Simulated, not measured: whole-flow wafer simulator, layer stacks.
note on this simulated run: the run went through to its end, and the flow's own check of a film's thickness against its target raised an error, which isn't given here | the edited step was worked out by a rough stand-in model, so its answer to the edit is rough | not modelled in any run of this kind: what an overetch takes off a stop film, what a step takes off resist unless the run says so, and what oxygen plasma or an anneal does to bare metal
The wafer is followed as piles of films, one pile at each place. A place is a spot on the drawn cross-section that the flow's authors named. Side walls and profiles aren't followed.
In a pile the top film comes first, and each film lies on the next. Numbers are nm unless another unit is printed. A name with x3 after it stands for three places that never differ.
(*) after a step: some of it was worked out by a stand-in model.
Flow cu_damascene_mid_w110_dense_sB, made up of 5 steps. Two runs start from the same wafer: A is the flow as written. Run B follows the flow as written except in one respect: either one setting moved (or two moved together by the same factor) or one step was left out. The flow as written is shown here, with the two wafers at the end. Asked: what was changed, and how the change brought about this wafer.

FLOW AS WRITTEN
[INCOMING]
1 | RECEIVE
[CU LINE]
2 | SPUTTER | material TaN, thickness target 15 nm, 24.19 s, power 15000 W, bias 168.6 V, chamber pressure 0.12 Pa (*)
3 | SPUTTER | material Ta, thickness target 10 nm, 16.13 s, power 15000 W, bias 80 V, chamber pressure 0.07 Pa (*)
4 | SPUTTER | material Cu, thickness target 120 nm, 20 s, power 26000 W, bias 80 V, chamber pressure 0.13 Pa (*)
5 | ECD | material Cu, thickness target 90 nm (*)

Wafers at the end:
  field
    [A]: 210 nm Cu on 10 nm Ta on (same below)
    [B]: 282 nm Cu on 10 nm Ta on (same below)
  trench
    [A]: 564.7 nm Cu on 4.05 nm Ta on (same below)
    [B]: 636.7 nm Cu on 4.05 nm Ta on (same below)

What caused this: step 4, SPUTTER: thickness target 192 nm was run, though the flow has thickness target 120 nm.

The path from the change to this, step by step:
  4 | SPUTTER | material Cu, thickness target 120 nm, 20 s, power 26000 W, bias 80 V, chamber pressure 0.13 Pa (*)
      field: A +120 Cu (new film) | B +192 Cu (new film)
      trench: A +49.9 Cu (new film) | B +79.9 Cu (new film)
  5 | ECD | material Cu, thickness target 90 nm (*)
      trench: A +514.8 Cu | B +556.8 Cu
